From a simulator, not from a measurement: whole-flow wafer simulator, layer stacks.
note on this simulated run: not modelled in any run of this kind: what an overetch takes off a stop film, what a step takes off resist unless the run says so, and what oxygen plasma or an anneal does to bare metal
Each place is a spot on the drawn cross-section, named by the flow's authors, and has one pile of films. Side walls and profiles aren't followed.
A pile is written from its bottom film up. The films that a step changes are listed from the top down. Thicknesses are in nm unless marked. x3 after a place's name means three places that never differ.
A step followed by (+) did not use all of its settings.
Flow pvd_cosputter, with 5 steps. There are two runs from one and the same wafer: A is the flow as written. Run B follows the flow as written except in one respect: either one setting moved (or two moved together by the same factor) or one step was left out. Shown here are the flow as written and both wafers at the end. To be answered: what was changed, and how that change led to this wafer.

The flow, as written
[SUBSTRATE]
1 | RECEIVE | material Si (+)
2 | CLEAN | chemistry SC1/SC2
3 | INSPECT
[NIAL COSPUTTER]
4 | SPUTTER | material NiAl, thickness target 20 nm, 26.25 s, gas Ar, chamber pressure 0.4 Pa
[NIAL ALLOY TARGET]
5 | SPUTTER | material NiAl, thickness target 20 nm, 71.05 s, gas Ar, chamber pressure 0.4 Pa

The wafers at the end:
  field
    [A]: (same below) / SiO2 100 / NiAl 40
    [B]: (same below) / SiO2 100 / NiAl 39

Cause: step 5, SPUTTER: thickness target 19 nm was run, whereas the flow has thickness target 20 nm; step 5, SPUTTER: 67.5 s was run, where the flow has 71.05 s.

The path from the change to this, step by step:
  5 | SPUTTER | material NiAl, thickness target 20 nm, 71.05 s, gas Ar, chamber pressure 0.4 Pa
      field: A NiAl gains 20 | B NiAl gains 19
